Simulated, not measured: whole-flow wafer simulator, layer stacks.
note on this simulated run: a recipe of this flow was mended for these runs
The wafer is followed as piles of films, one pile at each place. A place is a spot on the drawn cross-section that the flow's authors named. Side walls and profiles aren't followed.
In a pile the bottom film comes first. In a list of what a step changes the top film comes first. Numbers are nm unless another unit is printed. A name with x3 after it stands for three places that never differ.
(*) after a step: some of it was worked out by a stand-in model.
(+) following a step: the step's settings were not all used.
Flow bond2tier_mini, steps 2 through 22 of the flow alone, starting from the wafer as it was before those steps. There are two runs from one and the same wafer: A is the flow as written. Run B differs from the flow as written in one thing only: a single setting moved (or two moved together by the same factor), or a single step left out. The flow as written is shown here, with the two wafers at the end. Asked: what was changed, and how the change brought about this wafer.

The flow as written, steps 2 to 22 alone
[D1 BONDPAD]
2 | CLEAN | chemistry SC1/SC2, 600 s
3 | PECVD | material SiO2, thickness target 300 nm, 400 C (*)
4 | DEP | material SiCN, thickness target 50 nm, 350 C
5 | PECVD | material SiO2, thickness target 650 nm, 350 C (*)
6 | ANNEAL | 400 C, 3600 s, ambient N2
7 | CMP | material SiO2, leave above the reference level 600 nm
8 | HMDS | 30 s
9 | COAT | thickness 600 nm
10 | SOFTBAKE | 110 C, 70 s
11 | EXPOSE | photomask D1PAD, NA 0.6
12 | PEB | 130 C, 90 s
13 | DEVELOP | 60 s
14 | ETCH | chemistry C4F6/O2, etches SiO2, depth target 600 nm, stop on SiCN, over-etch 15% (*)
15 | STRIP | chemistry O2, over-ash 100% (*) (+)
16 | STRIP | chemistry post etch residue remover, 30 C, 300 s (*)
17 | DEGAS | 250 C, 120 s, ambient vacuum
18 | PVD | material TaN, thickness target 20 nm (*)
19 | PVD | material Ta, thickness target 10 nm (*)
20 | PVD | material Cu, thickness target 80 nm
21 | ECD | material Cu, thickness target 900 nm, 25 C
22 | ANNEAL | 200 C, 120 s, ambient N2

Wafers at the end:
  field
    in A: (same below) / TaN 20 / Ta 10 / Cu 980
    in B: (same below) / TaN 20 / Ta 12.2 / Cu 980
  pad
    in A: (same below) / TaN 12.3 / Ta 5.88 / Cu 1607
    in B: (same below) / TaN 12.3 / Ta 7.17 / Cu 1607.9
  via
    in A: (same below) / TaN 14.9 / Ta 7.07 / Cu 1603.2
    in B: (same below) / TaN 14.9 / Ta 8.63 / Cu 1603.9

Cause: step 19, PVD: thickness target 12.2 nm was run, though the flow has thickness target 10 nm.
The wafer lets one read it off: field has Ta 12.2, and step 19 as written asks for 10 nm.

Step by step, how the change led to this:
  19 | PVD | material Ta, thickness target 10 nm (*)
      field: A +10 Ta (new film) | B +12.2 Ta (new film)
      pad: A +5.88 Ta (new film) | B +7.17 Ta (new film)
      (and at 1 other place as well)
